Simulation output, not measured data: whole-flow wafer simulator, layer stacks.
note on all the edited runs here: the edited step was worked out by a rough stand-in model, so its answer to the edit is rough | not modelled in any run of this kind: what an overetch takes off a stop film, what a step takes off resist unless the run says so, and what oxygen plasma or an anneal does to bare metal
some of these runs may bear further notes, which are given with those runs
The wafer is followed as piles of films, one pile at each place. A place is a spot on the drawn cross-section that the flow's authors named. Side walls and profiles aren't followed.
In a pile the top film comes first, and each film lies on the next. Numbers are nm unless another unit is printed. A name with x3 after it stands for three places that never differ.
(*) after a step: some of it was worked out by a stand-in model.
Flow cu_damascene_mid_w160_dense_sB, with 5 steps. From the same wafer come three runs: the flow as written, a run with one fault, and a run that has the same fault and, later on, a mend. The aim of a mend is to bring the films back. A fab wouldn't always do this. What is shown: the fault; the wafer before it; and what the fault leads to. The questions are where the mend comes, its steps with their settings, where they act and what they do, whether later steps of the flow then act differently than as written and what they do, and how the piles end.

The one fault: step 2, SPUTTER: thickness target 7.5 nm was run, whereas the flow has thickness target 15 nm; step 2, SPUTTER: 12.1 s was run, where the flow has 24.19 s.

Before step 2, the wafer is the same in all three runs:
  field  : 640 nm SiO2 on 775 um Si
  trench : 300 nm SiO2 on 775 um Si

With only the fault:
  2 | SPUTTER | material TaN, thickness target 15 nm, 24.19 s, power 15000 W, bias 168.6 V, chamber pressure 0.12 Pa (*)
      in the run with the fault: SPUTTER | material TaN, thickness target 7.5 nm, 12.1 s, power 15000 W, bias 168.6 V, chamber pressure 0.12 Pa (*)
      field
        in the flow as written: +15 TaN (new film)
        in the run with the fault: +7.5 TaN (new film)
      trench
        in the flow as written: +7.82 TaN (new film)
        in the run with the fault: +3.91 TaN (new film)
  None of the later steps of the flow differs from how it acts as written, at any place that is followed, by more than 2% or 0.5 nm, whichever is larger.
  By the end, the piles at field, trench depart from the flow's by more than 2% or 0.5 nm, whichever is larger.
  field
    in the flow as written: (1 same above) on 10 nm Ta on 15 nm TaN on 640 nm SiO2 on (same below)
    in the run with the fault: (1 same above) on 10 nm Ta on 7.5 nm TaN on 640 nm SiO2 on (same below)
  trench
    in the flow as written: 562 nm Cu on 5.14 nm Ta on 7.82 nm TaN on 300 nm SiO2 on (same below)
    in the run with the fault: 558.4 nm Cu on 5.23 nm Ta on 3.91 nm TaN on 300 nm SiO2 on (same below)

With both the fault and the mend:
  After step 2 comes the mend.
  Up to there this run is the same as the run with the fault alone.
  2a | SPUTTER | material TaN, thickness target 7.5 nm, 12.1 s, power 15000 W, bias 168.6 V, chamber pressure 0.12 Pa (*) (the flow's step 2, run once more with other settings)
      field
        +7.5 TaN
      trench
        +3.84 TaN
  None of the later steps of the flow differs from how it acts as written, at any place that is followed, by more than 2% or 0.5 nm, whichever is larger.
  The piles end only slightly different from the flow's at the places that both follow, by no more than 2% or 0.5 nm, whichever is larger.
